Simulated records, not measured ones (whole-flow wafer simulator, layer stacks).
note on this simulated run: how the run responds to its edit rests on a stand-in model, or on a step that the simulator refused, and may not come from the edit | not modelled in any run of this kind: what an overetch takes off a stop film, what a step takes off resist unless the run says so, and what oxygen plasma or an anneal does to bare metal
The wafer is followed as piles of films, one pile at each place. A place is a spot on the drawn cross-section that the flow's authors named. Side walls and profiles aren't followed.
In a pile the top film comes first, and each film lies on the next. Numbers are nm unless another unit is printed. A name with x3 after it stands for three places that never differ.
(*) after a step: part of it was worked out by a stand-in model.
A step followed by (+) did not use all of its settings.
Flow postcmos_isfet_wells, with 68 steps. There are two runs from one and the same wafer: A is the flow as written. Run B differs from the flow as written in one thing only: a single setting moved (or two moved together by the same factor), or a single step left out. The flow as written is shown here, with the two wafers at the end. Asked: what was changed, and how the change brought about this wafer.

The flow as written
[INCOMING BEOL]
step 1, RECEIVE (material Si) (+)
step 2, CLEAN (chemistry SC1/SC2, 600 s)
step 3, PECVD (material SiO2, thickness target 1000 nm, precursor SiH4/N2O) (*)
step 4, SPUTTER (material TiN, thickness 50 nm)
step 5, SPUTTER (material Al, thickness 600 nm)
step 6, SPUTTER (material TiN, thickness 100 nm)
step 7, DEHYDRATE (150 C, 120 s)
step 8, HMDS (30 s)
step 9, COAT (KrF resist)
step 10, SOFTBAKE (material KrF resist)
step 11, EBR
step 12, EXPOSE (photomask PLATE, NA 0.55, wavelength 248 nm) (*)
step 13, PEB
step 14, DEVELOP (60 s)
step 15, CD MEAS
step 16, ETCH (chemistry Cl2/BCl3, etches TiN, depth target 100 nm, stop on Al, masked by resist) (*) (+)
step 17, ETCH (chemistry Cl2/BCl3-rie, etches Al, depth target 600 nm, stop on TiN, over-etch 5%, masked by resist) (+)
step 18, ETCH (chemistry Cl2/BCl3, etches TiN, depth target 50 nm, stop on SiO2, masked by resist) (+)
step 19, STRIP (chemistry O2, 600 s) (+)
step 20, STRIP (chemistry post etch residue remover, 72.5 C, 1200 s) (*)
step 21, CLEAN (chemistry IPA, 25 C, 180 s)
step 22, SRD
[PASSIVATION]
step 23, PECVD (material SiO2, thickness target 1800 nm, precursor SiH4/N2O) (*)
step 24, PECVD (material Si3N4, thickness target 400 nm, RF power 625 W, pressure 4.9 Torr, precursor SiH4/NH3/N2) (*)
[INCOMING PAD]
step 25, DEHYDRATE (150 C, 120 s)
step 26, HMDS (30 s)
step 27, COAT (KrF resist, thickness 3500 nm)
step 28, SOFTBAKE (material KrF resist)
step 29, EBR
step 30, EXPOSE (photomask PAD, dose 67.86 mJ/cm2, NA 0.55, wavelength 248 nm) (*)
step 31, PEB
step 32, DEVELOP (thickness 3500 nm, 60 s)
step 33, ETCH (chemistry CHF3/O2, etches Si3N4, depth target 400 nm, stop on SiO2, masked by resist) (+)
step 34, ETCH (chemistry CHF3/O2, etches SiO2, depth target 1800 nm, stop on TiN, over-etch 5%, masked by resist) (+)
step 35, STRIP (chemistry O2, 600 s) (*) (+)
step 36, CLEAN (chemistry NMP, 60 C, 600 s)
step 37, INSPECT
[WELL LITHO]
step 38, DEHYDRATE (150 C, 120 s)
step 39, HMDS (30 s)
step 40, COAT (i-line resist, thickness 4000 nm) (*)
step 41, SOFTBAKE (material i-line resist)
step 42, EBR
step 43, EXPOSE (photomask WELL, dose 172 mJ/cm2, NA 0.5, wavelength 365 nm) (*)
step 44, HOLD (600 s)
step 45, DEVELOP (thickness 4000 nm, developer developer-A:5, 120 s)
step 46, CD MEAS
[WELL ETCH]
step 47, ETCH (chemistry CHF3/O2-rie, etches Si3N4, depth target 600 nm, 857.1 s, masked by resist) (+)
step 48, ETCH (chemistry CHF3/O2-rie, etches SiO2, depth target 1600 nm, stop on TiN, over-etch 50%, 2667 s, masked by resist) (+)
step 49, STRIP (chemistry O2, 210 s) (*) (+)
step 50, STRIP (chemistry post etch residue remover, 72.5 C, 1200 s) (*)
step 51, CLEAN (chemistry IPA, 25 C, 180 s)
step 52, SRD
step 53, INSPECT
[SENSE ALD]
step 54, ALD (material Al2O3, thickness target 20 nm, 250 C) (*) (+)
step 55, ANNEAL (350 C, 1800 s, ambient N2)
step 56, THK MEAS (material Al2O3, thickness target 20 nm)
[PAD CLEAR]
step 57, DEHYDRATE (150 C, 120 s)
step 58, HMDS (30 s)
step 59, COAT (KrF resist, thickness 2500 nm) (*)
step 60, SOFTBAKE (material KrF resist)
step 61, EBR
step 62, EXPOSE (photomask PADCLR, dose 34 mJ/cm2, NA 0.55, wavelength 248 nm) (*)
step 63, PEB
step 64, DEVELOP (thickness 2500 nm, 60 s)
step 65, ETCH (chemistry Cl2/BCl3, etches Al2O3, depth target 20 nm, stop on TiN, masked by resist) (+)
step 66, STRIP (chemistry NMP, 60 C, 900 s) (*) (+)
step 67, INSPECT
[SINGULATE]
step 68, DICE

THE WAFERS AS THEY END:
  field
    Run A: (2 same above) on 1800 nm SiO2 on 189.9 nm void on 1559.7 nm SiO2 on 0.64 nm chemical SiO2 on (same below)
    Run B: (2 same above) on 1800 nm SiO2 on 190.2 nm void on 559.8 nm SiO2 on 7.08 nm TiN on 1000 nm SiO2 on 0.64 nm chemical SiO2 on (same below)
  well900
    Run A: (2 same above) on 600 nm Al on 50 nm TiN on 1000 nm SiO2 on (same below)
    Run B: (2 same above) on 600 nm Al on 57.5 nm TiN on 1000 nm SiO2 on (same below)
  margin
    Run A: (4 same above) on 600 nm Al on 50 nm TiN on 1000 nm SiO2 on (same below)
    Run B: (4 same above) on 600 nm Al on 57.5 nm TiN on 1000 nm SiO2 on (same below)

The reason: step 4, SPUTTER: thickness 57.5 nm was run, whereas the flow has thickness 50 nm.
The wafer lets one read it off: well900 has TiN 57.5, and step 4 as written asks for 50 nm.

Step by step, how the change led to this:
  step 4, SPUTTER (material TiN, thickness 50 nm)
      field, margin, well900, well1300 x3, pad_rim, pad_clr, pad_open: A TiN gains 50 (new film) | B TiN gains 57.5 (new film)
  step 18, ETCH (chemistry Cl2/BCl3, etches TiN, depth target 50 nm, stop on SiO2, masked by resist) (+)
      field: A TiN loses 50 (all of it) | B TiN loses 50
  step 23, PECVD (material SiO2, thickness target 1800 nm, precursor SiH4/N2O) (*)
      field: A SiO2 gains 1800 (new film), void gains 189.9 (new film), SiO2 gains 559.7 | B SiO2 gains 1800 (new film), void gains 190.2 (new film), SiO2 gains 559.8 (new film)
Taking metal films that touch as one body, field has 1 body; the flow as written gives 0 bodies.
